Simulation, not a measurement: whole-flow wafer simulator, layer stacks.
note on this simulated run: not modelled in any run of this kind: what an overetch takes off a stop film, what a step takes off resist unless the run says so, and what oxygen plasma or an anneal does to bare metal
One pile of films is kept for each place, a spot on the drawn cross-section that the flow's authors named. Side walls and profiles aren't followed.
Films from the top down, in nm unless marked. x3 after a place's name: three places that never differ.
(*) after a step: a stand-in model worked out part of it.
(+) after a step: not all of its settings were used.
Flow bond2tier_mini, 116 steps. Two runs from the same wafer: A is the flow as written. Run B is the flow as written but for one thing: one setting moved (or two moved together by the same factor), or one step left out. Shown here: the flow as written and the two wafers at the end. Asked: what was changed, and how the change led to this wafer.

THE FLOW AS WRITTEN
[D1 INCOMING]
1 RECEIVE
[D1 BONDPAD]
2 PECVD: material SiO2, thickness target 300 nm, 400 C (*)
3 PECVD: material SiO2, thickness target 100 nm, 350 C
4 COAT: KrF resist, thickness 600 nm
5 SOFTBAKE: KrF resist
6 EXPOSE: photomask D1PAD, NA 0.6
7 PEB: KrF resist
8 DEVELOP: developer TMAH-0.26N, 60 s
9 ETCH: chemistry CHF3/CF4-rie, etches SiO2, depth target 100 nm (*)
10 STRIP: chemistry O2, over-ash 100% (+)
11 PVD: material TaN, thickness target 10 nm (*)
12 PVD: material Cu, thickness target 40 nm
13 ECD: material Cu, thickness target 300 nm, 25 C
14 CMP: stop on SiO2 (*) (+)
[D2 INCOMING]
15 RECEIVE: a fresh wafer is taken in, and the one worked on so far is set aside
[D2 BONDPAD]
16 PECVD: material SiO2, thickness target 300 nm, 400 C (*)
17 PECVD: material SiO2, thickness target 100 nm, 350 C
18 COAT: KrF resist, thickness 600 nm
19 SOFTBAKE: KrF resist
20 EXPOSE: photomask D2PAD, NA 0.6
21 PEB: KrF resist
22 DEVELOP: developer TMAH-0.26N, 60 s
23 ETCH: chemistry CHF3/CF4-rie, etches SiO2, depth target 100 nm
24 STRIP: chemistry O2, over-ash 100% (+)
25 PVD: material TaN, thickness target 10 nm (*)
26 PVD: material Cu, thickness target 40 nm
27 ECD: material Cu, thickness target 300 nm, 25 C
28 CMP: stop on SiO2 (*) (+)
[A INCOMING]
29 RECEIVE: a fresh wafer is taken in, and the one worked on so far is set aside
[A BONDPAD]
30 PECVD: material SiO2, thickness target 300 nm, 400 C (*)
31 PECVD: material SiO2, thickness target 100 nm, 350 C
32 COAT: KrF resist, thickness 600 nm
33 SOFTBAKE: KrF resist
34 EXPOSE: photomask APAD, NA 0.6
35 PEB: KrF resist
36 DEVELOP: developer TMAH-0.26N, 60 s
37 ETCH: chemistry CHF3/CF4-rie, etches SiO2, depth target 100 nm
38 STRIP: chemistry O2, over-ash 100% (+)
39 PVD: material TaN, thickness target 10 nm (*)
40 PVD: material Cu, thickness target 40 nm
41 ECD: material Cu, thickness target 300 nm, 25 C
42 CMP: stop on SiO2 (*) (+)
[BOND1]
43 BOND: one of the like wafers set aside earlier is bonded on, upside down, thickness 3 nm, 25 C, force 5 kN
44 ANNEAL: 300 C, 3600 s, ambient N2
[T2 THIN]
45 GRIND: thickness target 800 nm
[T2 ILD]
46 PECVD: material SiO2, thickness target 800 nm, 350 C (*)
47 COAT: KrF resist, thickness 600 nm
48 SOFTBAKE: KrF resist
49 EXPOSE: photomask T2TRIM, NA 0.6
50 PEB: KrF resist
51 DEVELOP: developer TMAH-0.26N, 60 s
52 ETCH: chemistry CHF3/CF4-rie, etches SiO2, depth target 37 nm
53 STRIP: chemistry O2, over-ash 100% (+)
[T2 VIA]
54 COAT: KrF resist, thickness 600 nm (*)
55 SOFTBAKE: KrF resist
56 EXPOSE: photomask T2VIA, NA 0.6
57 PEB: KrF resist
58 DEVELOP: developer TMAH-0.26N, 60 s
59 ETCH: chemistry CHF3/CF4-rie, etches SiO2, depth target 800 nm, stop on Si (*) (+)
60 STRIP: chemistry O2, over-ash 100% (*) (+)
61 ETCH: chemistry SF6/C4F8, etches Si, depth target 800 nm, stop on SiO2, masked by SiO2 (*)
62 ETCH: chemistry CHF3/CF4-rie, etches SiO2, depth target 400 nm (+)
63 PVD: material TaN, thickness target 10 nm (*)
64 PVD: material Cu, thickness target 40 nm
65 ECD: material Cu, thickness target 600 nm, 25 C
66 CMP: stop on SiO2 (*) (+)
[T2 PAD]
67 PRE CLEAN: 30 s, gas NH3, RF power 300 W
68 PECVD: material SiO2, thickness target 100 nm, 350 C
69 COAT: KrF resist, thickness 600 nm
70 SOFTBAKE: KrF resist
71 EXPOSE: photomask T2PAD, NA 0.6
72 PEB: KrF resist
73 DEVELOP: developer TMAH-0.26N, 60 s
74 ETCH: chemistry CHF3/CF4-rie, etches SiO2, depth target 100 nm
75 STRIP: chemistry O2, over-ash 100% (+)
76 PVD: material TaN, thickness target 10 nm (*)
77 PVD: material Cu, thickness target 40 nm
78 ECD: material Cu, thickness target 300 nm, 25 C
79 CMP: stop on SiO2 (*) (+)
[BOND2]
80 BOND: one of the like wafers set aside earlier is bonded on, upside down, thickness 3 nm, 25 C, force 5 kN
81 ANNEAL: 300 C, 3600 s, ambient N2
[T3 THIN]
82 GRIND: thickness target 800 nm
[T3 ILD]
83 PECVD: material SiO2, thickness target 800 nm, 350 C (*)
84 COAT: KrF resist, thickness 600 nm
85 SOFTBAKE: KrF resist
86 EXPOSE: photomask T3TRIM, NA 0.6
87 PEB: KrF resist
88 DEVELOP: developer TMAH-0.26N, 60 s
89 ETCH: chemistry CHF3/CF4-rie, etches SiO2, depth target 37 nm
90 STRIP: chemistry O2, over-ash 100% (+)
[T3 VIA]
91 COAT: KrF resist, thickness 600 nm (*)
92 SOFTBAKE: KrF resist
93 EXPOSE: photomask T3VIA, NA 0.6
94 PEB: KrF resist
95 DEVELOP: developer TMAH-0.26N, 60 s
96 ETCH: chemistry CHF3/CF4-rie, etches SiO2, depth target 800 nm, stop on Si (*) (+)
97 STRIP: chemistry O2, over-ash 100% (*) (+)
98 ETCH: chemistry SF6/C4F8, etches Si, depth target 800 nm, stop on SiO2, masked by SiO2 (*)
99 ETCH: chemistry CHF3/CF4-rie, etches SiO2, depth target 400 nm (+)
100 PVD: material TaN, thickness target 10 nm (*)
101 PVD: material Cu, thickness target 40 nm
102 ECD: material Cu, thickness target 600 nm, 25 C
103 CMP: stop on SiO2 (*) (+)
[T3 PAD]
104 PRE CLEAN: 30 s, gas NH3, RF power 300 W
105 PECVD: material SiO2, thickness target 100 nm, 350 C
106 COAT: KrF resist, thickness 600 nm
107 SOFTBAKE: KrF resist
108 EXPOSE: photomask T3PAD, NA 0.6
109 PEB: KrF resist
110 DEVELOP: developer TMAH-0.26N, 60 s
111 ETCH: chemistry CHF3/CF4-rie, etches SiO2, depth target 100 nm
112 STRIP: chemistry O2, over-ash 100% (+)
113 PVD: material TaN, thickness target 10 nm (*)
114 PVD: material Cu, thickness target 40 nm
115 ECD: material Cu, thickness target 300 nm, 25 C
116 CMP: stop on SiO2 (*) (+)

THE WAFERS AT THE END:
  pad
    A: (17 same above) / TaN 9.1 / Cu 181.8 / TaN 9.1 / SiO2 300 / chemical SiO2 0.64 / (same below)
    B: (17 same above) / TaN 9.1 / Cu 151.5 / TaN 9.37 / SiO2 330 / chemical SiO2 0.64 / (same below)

The cause: step 37, ETCH: depth target 70 nm was run, where the flow has depth target 100 nm.

How the change led to this, step by step:
  37 ETCH: chemistry CHF3/CF4-rie, etches SiO2, depth target 100 nm
      pad, via: A SiO2 -100 | B SiO2 -70
      field: A KrF resist -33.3 | B KrF resist -23.3
  40 PVD: material Cu, thickness target 40 nm
      pad: A Cu +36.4 (new film) | B Cu +37.5 (new film)
  41 ECD: material Cu, thickness target 300 nm, 25 C
      pad: A Cu +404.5 | B Cu +373.2
      via: A Cu +400.2 | B Cu +370.1
